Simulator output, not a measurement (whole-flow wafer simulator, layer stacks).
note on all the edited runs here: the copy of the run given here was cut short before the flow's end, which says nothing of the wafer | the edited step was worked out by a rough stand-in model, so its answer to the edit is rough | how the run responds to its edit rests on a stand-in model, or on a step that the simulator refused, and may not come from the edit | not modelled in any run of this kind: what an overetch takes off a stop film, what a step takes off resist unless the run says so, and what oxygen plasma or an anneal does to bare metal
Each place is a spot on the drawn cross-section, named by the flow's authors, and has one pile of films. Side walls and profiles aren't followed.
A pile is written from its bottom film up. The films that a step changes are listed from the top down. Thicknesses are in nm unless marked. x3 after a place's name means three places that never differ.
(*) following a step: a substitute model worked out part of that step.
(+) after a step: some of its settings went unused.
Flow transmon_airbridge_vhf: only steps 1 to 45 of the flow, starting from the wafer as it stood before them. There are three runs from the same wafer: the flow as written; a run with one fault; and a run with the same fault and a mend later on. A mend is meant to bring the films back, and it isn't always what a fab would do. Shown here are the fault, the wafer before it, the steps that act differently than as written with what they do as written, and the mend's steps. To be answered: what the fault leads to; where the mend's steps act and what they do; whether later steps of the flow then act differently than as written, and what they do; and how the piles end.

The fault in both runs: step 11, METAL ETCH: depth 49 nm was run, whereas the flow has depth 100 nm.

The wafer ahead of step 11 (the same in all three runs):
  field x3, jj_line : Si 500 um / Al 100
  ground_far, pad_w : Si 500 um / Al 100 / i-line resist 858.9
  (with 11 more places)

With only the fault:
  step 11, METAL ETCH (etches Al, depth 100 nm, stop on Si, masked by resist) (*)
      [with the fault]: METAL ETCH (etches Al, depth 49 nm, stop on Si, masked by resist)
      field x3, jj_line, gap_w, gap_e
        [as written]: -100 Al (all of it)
        [with the fault]: -49 Al
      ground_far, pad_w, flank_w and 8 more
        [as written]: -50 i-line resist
        [with the fault]: -24.5 i-line resist
  Steps later in the flow that act otherwise than as written (13 other steps are not shown; they differ only slightly, by no more than 2% or 0.5 nm, whichever is larger):
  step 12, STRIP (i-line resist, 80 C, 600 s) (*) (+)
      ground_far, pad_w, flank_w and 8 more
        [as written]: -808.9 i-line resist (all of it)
        [with the fault]: -834.4 i-line resist (all of it)
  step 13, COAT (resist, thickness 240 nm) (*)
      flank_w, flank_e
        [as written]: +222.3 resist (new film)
        [with the fault]: +230.8 resist (new film)
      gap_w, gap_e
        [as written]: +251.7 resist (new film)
        [with the fault]: +246 resist (new film)
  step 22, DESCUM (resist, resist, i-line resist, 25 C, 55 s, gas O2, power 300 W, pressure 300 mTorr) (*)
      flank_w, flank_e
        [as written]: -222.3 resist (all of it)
        [with the fault]: -230.8 resist (all of it)
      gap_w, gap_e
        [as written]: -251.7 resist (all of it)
        [with the fault]: -246 resist (all of it)
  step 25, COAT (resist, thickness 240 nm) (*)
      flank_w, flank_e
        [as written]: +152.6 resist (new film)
        [with the fault]: +158.8 resist (new film)
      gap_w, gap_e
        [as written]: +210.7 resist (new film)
        [with the fault]: +205.2 resist (new film)
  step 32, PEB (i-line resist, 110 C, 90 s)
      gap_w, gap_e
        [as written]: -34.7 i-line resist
        [with the fault]: -34 i-line resist
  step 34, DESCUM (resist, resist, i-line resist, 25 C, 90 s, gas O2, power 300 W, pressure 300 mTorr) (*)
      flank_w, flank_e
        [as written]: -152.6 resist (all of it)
        [with the fault]: -158.8 resist (all of it)
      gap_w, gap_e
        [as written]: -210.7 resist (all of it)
        [with the fault]: -205.2 resist (all of it)
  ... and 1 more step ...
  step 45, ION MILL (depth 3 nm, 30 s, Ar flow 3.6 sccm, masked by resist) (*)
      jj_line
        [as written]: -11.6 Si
        [with the fault]: -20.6 Al
  At field x3, jj_line, gap_w, gap_e, the piles at the end differ from the flow's by more than 2% or 0.5 nm, whichever is larger.
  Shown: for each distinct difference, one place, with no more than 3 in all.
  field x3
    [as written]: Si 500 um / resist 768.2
    [with the fault]: Si 500 um / Al 51 / resist 768.2
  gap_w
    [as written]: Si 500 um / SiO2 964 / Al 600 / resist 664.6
    [with the fault]: Si 500 um / Al 51 / SiO2 964 / Al 600 / resist 650.9
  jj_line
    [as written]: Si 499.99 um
    [with the fault]: Si 500 um / Al 30.4

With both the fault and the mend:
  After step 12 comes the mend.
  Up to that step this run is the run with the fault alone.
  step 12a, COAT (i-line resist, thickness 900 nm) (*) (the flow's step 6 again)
      field x3, jj_line, trace_open_s x2, margin_s, bridge_strip, margin_n
        +900 i-line resist (new film)
      pad_w, pad_e
        +894 i-line resist (new film)
      flank_w, flank_e
        +888.5 i-line resist (new film)
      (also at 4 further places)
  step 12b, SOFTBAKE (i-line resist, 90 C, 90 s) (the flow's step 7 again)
      flank_w, flank_e
        -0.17 i-line resist
      gap_w, gap_e
        +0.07 i-line resist
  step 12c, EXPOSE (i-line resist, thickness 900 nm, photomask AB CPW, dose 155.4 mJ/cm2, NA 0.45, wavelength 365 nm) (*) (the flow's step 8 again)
      does not change any film at any place that is followed
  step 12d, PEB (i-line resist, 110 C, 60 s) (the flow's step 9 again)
      field x3, jj_line, trace_open_s x2, margin_s, bridge_strip, margin_n
        -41 i-line resist
      pad_w, pad_e
        -40.8 i-line resist
      flank_w, flank_e
        -40.5 i-line resist
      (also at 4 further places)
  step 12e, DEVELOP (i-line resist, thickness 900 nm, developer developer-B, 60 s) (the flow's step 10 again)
      ground_far, trace_open_s x2, margin_s, bridge_strip, margin_n
        -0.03 i-line resist
      field x3, jj_line
        -859 i-line resist (all of it)
      gap_w, gap_e
        -884.5 i-line resist (all of it)
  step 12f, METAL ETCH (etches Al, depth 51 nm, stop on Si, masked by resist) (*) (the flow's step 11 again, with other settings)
      ground_far, pad_w, flank_w and 8 more
        -25.5 i-line resist
      field x3, jj_line, gap_w, gap_e
        -51 Al (all of it)
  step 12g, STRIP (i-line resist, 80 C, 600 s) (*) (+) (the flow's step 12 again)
      trace_open_s x2, margin_s, bridge_strip, margin_n
        -833.4 i-line resist (all of it)
      pad_w, pad_e
        -827.7 i-line resist (all of it)
      flank_w, flank_e
        -822.3 i-line resist (all of it)
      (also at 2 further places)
  Later steps of the flow that are run all act as written at every place that is followed.
  At every place that both follow, the piles at the end match the flow's.
